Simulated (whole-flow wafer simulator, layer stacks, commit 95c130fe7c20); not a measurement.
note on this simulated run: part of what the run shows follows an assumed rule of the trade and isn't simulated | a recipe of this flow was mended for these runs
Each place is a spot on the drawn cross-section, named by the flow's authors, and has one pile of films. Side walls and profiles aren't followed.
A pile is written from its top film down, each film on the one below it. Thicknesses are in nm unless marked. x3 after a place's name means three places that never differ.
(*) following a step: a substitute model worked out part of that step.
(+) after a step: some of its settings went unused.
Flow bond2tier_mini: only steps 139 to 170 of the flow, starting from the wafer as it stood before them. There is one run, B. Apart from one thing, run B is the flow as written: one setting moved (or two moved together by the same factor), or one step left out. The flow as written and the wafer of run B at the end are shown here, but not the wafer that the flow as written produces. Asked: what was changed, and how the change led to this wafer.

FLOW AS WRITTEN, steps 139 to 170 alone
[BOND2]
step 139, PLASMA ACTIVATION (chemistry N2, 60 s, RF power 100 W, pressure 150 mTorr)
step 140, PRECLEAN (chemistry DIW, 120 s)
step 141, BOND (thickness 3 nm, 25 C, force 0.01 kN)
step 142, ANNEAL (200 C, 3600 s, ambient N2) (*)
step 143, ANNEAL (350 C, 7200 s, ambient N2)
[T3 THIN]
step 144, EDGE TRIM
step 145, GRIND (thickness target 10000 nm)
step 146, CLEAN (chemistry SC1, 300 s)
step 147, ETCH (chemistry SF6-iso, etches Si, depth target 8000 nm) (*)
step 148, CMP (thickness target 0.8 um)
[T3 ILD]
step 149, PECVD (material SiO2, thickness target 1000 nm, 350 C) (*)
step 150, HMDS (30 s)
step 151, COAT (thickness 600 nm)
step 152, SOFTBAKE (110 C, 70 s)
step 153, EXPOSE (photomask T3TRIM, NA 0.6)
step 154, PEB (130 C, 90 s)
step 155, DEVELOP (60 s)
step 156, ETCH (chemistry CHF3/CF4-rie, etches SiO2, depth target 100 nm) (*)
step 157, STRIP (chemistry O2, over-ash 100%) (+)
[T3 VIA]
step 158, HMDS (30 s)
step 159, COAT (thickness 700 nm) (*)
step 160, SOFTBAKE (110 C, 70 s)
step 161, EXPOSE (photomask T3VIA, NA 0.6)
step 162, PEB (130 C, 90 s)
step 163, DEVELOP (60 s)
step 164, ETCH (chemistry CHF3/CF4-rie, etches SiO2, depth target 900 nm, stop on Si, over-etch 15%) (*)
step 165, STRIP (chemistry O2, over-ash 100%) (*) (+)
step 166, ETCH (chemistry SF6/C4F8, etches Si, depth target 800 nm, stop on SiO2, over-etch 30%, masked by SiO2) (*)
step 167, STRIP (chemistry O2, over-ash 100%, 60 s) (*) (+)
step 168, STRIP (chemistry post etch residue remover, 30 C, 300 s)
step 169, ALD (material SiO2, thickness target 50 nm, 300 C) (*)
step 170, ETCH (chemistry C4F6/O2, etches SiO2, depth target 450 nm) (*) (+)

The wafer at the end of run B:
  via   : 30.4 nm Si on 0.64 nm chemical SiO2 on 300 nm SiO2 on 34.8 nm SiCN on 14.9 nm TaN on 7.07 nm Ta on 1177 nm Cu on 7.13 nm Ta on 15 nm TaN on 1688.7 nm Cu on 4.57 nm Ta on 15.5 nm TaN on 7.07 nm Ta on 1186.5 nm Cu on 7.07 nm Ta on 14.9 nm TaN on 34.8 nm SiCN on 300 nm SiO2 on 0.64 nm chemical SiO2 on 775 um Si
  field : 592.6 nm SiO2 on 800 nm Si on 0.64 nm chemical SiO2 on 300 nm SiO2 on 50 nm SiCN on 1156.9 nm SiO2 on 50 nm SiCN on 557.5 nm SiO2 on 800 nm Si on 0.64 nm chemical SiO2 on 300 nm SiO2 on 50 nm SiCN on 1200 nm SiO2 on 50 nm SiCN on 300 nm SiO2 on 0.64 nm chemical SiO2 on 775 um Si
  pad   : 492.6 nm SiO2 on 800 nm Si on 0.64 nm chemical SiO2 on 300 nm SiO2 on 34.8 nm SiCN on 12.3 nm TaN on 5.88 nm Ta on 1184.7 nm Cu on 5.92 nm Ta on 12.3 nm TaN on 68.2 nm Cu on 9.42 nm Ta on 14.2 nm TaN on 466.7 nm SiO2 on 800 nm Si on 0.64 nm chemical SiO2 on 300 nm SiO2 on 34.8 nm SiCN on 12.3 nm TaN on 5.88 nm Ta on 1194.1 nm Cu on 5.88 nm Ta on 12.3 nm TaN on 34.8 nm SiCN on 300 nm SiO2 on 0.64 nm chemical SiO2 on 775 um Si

What caused this: step 166, ETCH: depth target 568 nm was run, though the flow has depth target 800 nm.

Step by step, how the change led to this:
  step 166, ETCH (chemistry SF6/C4F8, etches Si, depth target 800 nm, stop on SiO2, over-etch 30%, masked by SiO2) (*)
      via: Si loses 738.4 (in the flow as written it would be: Si loses 788.8 (all of it), chemical SiO2 loses 0.64 (all of it), SiO2 loses 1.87)
      field, pad: SiO2 loses 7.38 (in the flow as written it would be: SiO2 loses 10.3)
  step 169, ALD (material SiO2, thickness target 50 nm, 300 C) (*)
      via: SiO2 gains 50 (new film) (in the flow as written it would be: SiO2 gains 50)
  step 170, ETCH (chemistry C4F6/O2, etches SiO2, depth target 450 nm) (*) (+)
      via: SiO2 loses 50 (all of it), Si loses 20 (in the flow as written it would be: SiO2 loses 348.1 (all of it), SiCN loses 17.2)
